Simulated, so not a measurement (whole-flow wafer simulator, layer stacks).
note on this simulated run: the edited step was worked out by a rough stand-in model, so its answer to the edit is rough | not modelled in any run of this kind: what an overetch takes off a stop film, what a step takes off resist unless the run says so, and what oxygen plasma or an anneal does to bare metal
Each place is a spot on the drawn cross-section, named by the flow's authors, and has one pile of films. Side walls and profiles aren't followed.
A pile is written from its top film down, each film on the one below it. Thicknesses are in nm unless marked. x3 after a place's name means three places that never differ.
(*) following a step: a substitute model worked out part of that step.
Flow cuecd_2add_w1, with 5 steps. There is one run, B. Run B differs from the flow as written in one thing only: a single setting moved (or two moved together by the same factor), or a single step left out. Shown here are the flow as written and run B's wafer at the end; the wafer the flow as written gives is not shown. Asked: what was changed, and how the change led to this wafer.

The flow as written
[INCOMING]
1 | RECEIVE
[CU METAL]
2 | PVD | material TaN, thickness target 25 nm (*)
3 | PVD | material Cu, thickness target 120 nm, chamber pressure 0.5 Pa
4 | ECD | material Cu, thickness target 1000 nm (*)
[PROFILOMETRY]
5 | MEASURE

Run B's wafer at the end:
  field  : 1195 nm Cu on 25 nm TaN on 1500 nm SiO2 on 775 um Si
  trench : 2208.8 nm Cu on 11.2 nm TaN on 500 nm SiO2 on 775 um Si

Cause: step 4, ECD: thickness target 1075 nm was run, though the flow has thickness target 1000 nm.

The path from the change to this, step by step:
  4 | ECD | material Cu, thickness target 1000 nm (*)
      field: +1075 Cu (as written it would have been: +1000 Cu)
      trench: +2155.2 Cu (as written it would have been: +2080.2 Cu)
